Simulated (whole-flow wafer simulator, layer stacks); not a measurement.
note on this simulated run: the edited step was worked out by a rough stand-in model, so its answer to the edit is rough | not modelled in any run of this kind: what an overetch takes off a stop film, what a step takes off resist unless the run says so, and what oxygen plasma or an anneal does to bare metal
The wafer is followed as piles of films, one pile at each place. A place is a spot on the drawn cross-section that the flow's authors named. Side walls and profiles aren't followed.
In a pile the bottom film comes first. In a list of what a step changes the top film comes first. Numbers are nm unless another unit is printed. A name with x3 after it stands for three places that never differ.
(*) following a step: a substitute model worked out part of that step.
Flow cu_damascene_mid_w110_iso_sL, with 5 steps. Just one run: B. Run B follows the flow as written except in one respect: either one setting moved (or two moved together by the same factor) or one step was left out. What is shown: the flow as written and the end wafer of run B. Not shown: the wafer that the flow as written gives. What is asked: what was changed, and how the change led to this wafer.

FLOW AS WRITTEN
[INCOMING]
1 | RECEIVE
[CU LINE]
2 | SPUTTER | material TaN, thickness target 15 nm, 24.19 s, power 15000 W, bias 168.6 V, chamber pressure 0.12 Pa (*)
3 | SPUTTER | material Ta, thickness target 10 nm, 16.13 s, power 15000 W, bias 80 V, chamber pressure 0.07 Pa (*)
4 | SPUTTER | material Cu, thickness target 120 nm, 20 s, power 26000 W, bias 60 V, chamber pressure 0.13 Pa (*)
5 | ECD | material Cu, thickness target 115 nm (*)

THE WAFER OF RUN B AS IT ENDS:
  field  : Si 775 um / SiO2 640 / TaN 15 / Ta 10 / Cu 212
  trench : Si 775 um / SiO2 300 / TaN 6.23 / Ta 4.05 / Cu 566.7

Cause: step 5, ECD: thickness target 92 nm was run, though the flow has thickness target 115 nm.

The path from the change to this, step by step:
  5 | ECD | material Cu, thickness target 115 nm (*)
      field: Cu gains 92 (it would be, as written: Cu gains 115)
      trench: Cu gains 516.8 (it would be, as written: Cu gains 539.8)
